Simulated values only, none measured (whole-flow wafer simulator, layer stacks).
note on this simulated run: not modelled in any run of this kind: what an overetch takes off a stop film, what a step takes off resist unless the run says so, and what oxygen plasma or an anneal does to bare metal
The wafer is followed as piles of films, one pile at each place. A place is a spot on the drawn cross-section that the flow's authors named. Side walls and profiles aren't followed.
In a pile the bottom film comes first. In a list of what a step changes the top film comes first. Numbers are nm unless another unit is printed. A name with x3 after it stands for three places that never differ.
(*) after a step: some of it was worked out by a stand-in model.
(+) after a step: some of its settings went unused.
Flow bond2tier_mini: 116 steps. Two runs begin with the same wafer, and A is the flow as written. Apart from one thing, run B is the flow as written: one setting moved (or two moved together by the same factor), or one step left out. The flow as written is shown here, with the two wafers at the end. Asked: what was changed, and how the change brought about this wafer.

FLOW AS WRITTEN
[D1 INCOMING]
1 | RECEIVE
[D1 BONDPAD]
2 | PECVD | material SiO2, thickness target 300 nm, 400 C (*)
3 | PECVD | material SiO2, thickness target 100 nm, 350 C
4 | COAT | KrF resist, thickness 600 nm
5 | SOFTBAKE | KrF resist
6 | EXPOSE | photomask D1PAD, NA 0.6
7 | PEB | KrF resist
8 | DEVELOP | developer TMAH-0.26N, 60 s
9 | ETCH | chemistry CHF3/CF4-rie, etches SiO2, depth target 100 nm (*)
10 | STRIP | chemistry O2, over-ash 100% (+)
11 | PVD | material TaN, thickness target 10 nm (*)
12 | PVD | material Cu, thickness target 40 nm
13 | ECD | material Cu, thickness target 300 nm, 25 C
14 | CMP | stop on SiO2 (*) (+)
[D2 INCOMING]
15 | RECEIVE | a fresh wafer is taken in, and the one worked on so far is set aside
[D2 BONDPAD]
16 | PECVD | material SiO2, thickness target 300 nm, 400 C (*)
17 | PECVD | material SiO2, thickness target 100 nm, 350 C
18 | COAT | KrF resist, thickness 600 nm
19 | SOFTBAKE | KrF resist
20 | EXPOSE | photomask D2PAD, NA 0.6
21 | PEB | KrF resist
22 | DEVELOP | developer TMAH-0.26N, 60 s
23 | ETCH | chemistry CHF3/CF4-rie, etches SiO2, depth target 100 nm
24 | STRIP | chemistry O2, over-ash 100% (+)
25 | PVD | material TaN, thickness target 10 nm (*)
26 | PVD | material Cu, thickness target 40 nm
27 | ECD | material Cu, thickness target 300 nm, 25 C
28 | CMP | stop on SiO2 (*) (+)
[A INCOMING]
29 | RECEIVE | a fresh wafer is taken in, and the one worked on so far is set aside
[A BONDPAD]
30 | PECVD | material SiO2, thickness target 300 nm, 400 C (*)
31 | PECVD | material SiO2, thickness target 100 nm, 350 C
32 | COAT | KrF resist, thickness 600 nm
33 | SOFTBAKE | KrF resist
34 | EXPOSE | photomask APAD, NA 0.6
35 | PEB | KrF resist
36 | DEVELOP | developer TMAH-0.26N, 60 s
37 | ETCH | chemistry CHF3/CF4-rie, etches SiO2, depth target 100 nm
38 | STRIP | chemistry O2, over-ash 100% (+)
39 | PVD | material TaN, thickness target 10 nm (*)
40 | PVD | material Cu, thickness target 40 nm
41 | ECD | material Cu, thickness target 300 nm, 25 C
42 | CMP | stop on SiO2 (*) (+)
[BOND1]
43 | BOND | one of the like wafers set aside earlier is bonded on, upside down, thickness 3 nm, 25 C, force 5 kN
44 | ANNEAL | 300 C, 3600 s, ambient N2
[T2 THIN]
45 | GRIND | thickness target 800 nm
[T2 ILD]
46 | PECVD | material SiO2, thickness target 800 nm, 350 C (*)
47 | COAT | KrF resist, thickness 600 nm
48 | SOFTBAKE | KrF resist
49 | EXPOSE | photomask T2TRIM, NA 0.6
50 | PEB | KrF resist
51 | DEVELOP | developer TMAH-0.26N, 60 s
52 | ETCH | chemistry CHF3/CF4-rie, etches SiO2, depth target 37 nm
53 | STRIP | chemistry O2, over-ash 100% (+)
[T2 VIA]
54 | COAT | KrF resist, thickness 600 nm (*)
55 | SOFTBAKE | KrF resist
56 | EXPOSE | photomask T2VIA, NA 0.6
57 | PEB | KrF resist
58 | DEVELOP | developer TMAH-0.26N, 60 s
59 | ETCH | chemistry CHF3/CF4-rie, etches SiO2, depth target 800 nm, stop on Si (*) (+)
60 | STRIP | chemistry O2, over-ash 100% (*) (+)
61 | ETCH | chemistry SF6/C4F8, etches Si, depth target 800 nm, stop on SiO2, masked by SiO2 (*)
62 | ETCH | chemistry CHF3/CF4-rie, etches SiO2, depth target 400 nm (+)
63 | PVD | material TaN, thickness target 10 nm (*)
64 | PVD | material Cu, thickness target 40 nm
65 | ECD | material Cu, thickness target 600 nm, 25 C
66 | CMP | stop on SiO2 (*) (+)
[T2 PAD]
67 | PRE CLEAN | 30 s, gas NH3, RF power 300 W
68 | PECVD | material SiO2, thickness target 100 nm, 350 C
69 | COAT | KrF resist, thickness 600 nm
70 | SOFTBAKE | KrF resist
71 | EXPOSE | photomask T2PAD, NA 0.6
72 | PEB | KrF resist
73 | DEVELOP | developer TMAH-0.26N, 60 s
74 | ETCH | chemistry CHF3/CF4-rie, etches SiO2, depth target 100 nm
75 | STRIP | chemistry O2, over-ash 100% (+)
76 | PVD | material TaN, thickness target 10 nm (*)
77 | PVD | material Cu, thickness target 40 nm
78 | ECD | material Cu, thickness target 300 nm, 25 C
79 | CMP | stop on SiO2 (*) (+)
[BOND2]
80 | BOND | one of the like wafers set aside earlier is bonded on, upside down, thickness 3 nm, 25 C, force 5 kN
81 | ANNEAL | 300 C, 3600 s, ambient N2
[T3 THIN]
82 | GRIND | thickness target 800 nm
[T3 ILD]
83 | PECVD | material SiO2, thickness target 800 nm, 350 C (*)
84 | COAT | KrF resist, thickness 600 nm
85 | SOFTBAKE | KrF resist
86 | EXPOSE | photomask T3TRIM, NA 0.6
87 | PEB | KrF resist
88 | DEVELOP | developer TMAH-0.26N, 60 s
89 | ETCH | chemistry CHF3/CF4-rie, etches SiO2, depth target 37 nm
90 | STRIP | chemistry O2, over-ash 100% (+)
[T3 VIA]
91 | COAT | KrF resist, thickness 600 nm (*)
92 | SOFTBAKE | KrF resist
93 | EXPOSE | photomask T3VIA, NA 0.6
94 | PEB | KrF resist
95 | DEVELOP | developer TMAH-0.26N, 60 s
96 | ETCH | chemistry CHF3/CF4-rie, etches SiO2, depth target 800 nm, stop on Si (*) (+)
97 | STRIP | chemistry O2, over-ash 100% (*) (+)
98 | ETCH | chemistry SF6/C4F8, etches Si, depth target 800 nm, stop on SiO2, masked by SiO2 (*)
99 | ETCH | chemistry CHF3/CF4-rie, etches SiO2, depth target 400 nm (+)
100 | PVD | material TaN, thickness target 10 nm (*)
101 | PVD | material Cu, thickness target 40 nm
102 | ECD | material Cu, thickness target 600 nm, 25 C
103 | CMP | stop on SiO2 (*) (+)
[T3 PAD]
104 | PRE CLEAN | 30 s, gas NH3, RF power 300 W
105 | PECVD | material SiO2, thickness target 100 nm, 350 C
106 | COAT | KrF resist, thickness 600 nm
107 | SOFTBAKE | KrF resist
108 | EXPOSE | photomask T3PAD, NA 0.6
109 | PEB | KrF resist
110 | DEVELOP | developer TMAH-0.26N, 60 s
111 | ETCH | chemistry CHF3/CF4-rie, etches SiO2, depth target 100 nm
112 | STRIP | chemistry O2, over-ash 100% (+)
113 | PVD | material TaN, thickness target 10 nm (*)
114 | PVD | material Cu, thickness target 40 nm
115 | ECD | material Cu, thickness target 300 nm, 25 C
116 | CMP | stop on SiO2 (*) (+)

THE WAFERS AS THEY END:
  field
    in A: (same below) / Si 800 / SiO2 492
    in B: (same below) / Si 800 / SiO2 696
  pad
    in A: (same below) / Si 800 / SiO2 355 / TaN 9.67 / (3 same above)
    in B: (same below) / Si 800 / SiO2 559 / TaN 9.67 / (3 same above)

Cause: step 99, ETCH: depth target 196 nm was run, though the flow has depth target 400 nm.

How this came from the change, step by step:
  99 | ETCH | chemistry CHF3/CF4-rie, etches SiO2, depth target 400 nm (+)
      field, pad: A SiO2 loses 400 | B SiO2 loses 196
